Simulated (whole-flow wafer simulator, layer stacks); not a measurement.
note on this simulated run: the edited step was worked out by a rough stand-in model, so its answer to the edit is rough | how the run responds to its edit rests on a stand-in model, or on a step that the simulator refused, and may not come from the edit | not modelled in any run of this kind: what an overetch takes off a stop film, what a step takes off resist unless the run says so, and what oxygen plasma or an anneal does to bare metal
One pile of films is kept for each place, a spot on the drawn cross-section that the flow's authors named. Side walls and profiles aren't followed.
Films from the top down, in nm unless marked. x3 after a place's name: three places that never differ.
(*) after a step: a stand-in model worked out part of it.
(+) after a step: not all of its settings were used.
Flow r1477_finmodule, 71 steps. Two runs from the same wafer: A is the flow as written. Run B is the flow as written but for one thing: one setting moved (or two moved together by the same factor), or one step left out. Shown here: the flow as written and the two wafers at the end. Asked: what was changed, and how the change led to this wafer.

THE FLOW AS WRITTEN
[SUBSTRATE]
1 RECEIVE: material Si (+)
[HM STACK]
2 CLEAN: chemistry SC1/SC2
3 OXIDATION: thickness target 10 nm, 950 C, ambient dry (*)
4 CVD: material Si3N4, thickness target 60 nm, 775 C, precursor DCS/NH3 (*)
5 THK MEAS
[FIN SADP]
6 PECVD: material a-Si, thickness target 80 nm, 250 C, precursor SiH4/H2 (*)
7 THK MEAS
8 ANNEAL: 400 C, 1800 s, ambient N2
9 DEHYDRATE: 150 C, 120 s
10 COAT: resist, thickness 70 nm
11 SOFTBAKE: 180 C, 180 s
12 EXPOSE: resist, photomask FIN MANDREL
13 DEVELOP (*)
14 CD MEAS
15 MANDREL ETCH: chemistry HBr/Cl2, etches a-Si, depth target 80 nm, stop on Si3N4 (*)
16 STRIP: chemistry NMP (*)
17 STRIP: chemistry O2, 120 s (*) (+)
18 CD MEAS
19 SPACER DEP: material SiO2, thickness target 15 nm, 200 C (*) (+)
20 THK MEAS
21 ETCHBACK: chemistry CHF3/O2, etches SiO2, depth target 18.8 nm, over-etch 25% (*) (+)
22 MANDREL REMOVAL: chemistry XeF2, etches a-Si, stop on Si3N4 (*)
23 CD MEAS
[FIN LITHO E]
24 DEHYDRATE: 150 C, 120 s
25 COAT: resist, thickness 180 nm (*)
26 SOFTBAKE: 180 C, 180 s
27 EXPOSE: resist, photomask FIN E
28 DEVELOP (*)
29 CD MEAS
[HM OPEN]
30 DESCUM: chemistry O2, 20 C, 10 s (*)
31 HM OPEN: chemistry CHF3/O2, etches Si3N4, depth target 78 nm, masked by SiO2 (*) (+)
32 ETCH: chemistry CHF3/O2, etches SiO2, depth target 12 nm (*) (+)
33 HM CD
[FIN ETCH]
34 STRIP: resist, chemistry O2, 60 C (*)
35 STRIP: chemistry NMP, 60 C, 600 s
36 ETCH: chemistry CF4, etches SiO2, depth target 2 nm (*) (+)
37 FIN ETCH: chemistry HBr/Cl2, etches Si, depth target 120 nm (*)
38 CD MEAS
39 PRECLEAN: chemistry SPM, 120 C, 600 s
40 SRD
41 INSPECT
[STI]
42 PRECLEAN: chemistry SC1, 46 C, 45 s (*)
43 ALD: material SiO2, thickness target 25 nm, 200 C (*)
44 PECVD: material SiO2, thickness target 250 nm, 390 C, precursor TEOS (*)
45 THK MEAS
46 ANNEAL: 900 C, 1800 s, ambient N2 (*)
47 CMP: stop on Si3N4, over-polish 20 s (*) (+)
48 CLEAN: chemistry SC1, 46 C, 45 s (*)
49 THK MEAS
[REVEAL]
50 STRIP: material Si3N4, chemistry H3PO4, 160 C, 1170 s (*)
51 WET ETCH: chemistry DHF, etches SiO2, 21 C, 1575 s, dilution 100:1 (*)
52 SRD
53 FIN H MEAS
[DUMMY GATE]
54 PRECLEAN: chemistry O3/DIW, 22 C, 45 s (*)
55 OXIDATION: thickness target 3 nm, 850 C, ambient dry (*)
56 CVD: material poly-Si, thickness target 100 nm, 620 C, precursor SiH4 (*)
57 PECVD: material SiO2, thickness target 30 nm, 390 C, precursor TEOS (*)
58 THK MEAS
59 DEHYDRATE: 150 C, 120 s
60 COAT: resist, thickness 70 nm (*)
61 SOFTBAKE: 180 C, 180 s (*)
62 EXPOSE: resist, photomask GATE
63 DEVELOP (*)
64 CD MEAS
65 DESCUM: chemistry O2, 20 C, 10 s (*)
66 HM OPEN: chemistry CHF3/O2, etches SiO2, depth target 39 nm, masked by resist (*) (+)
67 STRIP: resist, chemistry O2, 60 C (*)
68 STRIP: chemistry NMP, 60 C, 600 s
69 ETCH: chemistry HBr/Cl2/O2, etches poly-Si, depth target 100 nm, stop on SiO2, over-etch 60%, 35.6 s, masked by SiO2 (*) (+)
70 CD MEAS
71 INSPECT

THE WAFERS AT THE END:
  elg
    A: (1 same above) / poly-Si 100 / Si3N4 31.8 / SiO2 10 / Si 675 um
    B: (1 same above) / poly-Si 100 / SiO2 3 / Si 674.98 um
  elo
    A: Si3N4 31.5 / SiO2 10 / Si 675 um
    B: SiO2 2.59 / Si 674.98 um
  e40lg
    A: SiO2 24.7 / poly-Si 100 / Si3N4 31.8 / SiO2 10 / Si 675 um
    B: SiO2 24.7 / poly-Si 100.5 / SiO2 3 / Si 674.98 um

The cause: step 3, OXIDATION: 1092 C was run, where the flow has 950 C.

How the change led to this, step by step:
  3 OXIDATION: thickness target 10 nm, 950 C, ambient dry (*)
      pad, padg, elg and 33 more: A SiO2 +10 (new film), chemical SiO2 -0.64 (all of it), Si -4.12 | B SiO2 +34 (new film), chemical SiO2 -0.64 (all of it), Si -14.7
  31 HM OPEN: chemistry CHF3/O2, etches Si3N4, depth target 78 nm, masked by SiO2 (*) (+)
      pad, padg, esg and 13 more: A Si3N4 -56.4 (all of it), SiO2 -10 (all of it) | B Si3N4 -56.4 (all of it), SiO2 -10.8
  32 ETCH: chemistry CHF3/O2, etches SiO2, depth target 12 nm (*) (+)
      pad, padg, e40sg and 11 more: A Si -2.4 | B SiO2 -12
      s40cg, s45cg, s50cg, s40co, s45co, s50co: A SiO2 -1 (all of it), Si -2.2 | B SiO2 -12
      (and at 2 more places)
  34 STRIP: resist, chemistry O2, 60 C (*)
      pad, padg, esg and 19 more: A chemical SiO2 +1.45 (new film), Si -0.64 | B nothing
  36 ETCH: chemistry CF4, etches SiO2, depth target 2 nm (*) (+)
      pad, padg, esg and 19 more: A chemical SiO2 -1.45 (all of it), Si -0.46 | B SiO2 -2
  37 FIN ETCH: chemistry HBr/Cl2, etches Si, depth target 120 nm (*)
      pad, padg, esg and 19 more: A Si -120 | B nothing
      elg, e40lg, e100lg, e200lg, elo, e40lo, e100lo, e200lo: A Si3N4 -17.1 | B nothing
      (and at 6 more places)
  39 PRECLEAN: chemistry SPM, 120 C, 600 s
      pad, padg, esg and 19 more: A chemical SiO2 +0.8 (new film), Si -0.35 | B nothing
  43 ALD: material SiO2, thickness target 25 nm, 200 C (*)
      pad, padg, e40sg and 12 more: A SiO2 +25 (new film) | B SiO2 +25
      s40cg, s45cg, s50cg, s40co, s45co, s50co: A SiO2 +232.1 (new film) | B SiO2 +131.4
      (and at 1 more place)
  47 CMP: stop on Si3N4, over-polish 20 s (*) (+)
      elg, e40lg, e100lg, e200lg, elo, e40lo, e100lo, e200lo: A SiO2 -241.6 | B SiO2 -263.8 (all of it), Si3N4 -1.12
      pad, padg, e40sg and 11 more: A SiO2 -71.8 | B SiO2 -186.2
      (and at 14 more places)
  50 STRIP: material Si3N4, chemistry H3PO4, 160 C, 1170 s (*)
      elg, e40lg, e100lg, e200lg, elo, e40lo, e100lo, e200lo: A SiO2 -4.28 | B Si3N4 -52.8 (all of it), SiO2 -1.56
      s40sg_line, s45sg_line, s50sg_line, s40so_line, s45so_line, s50so_line: A Si3N4 -58.9 (all of it), SiO2 -1.37 | B Si3N4 -52.8 (all of it), SiO2 -1.56
  51 WET ETCH: chemistry DHF, etches SiO2, 21 C, 1575 s, dilution 100:1 (*)
      elg, e40lg, e100lg, e200lg, elo, e40lo, e100lo, e200lo: A SiO2 -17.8 (all of it), Si3N4 -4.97 | B SiO2 -32.5 (all of it)
      pad, padg, e40sg and 12 more: A SiO2 -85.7 | B SiO2 -81.2
      (and at 6 more places)
  54 PRECLEAN: chemistry O3/DIW, 22 C, 45 s (*)
      elg, e40lg, e100lg, e200lg, elo, e40lo, e100lo, e200lo: A nothing | B chemical SiO2 +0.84 (new film), Si -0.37
  55 OXIDATION: thickness target 3 nm, 850 C, ambient dry (*)
      pad, padg, e40sg and 12 more: A SiO2 +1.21, chemical SiO2 -0.74 (all of it), Si -0.21 | B SiO2 +2.58, Si -1.14
      elg, e40lg, e100lg, e200lg, elo, e40lo, e100lo, e200lo: A nothing | B SiO2 +3 (new film), chemical SiO2 -0.84 (all of it), Si -0.95
      (and at 7 more places)
  56 CVD: material poly-Si, thickness target 100 nm, 620 C, precursor SiH4 (*)
      s40cg, s40co: A poly-Si +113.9 (new film) | B poly-Si +100 (new film)
      s45cg, s45co: A poly-Si +113.4 (new film) | B poly-Si +100 (new film)
      (and at 3 more places)
  60 COAT: resist, thickness 70 nm (*)
      e100lg, e200lg, elo, e100lo, e200lo: A resist +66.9 (new film) | B resist +70.5 (new film)
      e40lg, e40lo: A resist +66.9 (new film) | B resist +70.3 (new film)
      (and at 26 more places)
  63 DEVELOP (*)
      elo, e100lo, e200lo: A resist -66.9 (all of it) | B resist -70.5 (all of it)
      eso: A resist -129.5 (all of it) | B resist -69.5 (all of it)
      (and at 13 more places)
  ... 1 more step ...
  69 ETCH: chemistry HBr/Cl2/O2, etches poly-Si, depth target 100 nm, stop on SiO2, over-etch 60%, 35.6 s, masked by SiO2 (*) (+)
      s40co: A chemical SiO2 -1.46 (all of it), poly-Si -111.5 (all of it), SiO2 -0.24 | B chemical SiO2 -1.05 (all of it), poly-Si -97.7 (all of it), SiO2 -0.41
      s45co: A chemical SiO2 -1.46 (all of it), poly-Si -110.9 (all of it), SiO2 -0.25 | B chemical SiO2 -1.05 (all of it), poly-Si -97.7 (all of it), SiO2 -0.41
      (and at 1 more place)
